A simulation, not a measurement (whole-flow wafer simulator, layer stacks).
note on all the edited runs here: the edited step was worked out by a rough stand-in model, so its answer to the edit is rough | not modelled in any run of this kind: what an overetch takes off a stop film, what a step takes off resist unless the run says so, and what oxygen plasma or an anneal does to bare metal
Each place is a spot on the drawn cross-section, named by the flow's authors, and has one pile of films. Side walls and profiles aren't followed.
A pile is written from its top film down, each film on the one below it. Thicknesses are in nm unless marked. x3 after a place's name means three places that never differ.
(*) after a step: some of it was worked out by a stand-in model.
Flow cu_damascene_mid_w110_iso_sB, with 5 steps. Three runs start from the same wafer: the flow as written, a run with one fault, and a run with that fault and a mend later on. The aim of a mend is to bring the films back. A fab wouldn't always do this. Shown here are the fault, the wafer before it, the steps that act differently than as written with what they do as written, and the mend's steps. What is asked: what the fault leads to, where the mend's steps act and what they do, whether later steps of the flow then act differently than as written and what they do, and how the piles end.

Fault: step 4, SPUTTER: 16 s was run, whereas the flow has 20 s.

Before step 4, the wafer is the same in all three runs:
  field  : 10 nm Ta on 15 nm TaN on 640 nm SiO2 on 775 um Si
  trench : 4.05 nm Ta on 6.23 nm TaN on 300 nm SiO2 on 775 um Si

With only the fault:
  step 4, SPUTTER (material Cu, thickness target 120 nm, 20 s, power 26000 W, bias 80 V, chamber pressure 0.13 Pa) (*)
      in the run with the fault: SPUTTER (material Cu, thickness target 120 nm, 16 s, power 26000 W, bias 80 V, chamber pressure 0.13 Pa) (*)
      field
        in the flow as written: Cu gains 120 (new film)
        in the run with the fault: Cu gains 96 (new film)
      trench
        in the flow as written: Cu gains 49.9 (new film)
        in the run with the fault: Cu gains 39.9 (new film)
  Steps further on in the flow that do not act as written:
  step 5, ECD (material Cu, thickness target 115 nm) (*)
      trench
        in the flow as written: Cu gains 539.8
        in the run with the fault: Cu gains 525.8
  The piles end different from the flow's at field, trench by more than 2% or 0.5 nm, whichever is larger.
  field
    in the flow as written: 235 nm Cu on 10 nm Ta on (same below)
    in the run with the fault: 211 nm Cu on 10 nm Ta on (same below)
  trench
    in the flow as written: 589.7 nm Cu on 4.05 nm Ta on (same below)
    in the run with the fault: 565.7 nm Cu on 4.05 nm Ta on (same below)

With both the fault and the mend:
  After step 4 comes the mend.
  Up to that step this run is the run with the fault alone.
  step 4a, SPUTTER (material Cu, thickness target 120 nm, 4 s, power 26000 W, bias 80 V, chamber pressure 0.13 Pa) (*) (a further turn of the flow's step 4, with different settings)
      field
        Cu gains 24
      trench
        Cu gains 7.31
  None of the later steps of the flow differs from how it acts as written, at any place that is followed, by more than 2% or 0.5 nm, whichever is larger.
  By the end, the piles equal the flow's at every place that both follow.
